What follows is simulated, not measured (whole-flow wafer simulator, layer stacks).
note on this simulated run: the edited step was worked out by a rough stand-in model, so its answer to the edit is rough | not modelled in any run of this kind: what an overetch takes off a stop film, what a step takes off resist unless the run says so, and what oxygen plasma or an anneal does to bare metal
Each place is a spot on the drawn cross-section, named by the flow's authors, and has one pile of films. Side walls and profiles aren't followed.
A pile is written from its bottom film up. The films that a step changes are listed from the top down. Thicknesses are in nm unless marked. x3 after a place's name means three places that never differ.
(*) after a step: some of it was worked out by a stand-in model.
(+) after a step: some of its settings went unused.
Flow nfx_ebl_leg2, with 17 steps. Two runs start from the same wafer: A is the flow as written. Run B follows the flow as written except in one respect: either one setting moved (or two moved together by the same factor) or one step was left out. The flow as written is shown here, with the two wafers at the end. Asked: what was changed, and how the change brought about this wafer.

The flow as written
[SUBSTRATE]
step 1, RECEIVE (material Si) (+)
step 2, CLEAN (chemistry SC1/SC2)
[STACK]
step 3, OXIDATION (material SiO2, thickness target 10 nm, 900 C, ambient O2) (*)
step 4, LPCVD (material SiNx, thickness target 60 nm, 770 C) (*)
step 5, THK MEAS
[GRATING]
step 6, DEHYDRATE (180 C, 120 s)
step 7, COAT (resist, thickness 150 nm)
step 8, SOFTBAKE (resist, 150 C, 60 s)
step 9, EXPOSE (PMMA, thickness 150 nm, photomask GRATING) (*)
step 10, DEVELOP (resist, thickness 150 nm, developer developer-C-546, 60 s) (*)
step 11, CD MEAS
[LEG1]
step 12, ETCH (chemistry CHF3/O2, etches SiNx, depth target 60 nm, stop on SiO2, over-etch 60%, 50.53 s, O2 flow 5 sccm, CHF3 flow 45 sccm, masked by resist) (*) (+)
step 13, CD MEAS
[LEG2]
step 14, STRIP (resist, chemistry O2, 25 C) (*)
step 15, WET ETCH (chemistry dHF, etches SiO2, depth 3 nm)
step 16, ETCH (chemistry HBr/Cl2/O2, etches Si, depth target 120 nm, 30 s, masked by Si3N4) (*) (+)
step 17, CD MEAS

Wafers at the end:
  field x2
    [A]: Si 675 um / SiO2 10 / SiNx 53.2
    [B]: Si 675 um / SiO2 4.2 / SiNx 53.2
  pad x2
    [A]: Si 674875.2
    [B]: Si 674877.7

What caused this: step 3, OXIDATION: thickness target 4.2 nm was run, whereas the flow has thickness target 10 nm.
The wafer lets one read it off: field x2 has SiO2 4.2, and step 3 as written asks for 10 nm.

How this came from the change, step by step:
  step 3, OXIDATION (material SiO2, thickness target 10 nm, 900 C, ambient O2) (*)
      field x2, pad x2: A SiO2 gains 10 (new film), chemical SiO2 loses 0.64 (all of it), Si loses 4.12 | B SiO2 gains 4.2 (new film), chemical SiO2 loses 0.64 (all of it), Si loses 1.56
  step 12, ETCH (chemistry CHF3/O2, etches SiNx, depth target 60 nm, stop on SiO2, over-etch 60%, 50.53 s, O2 flow 5 sccm, CHF3 flow 45 sccm, masked by resist) (*) (+)
      pad x2: A SiNx loses 60 (all of it), SiO2 loses 10 (all of it) | B SiNx loses 60 (all of it), SiO2 loses 4.2 (all of it)
